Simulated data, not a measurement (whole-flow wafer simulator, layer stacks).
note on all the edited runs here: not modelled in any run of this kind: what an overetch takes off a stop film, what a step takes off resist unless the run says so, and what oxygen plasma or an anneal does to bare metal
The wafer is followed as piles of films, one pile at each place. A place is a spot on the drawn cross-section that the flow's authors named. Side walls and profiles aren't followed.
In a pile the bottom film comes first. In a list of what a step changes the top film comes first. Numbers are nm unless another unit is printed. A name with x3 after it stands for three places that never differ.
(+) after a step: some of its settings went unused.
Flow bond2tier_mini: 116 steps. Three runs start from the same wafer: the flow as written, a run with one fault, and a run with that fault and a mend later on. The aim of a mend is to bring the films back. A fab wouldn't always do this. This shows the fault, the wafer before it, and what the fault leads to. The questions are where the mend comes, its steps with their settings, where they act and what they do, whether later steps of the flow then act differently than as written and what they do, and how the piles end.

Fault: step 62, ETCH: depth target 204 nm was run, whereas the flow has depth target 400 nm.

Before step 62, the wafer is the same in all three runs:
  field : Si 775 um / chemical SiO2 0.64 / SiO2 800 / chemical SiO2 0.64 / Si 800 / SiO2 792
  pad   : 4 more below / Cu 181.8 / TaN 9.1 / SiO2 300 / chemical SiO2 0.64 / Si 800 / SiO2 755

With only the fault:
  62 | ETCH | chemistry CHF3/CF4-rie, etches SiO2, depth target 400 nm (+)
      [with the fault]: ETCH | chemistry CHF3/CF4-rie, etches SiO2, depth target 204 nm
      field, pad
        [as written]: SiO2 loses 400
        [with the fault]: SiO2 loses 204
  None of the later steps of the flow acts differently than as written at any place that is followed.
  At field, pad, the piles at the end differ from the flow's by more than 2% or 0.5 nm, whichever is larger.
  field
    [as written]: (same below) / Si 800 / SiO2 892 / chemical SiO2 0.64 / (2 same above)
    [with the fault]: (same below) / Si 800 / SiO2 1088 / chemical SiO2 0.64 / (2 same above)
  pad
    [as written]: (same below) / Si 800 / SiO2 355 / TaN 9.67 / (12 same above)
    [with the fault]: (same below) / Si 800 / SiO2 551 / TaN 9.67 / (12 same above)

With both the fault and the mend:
  After step 62 comes the mend.
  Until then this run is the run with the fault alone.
  62a | ETCH | chemistry CHF3/CF4-rie, etches SiO2, depth target 196 nm (+) (a further turn of the flow's step 62, with different settings)
      field, pad
        SiO2 loses 196
  None of the later steps of the flow acts differently than as written at any place that is followed.
  At every place that both follow, the piles at the end match the flow's.
